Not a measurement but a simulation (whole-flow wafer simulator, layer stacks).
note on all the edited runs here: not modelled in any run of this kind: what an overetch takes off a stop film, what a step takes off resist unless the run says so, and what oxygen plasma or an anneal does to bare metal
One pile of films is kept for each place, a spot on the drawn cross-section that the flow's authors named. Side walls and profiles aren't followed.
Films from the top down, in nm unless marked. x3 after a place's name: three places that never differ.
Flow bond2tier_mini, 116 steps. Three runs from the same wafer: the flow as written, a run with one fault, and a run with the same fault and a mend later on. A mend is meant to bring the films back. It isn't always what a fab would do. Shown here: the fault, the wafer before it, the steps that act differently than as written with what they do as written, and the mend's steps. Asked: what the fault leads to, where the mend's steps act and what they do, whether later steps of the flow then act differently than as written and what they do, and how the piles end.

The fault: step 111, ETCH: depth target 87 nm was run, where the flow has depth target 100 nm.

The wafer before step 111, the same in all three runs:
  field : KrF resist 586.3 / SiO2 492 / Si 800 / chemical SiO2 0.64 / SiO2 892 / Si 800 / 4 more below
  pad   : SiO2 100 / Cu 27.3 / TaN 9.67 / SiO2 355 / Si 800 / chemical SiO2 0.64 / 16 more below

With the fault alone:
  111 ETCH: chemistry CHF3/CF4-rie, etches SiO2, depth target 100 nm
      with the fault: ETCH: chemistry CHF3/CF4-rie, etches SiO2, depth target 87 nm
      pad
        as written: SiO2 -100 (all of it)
        with the fault: SiO2 -87
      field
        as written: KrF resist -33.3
        with the fault: KrF resist -29
  Later steps of the flow that act differently than as written (3 more steps differ only slightly, by at most 2% or 0.5 nm, whichever is larger, and aren't shown):
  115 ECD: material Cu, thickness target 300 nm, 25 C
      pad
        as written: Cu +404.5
        with the fault: Cu +390.9
  At the end the piles differ from the flow's by more than 2% or 0.5 nm, whichever is larger, at pad.
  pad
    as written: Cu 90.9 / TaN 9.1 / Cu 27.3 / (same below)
    with the fault: Cu 77.8 / TaN 9.22 / SiO2 13 / Cu 27.3 / (same below)

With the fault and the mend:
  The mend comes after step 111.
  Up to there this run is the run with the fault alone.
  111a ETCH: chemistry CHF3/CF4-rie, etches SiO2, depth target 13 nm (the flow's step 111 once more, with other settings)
      field
        KrF resist -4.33
      pad
        SiO2 -13 (all of it)
  No later step of the flow acts differently than as written at any place that is followed.
  At the end the piles are the same as the flow's at every place that both follow.
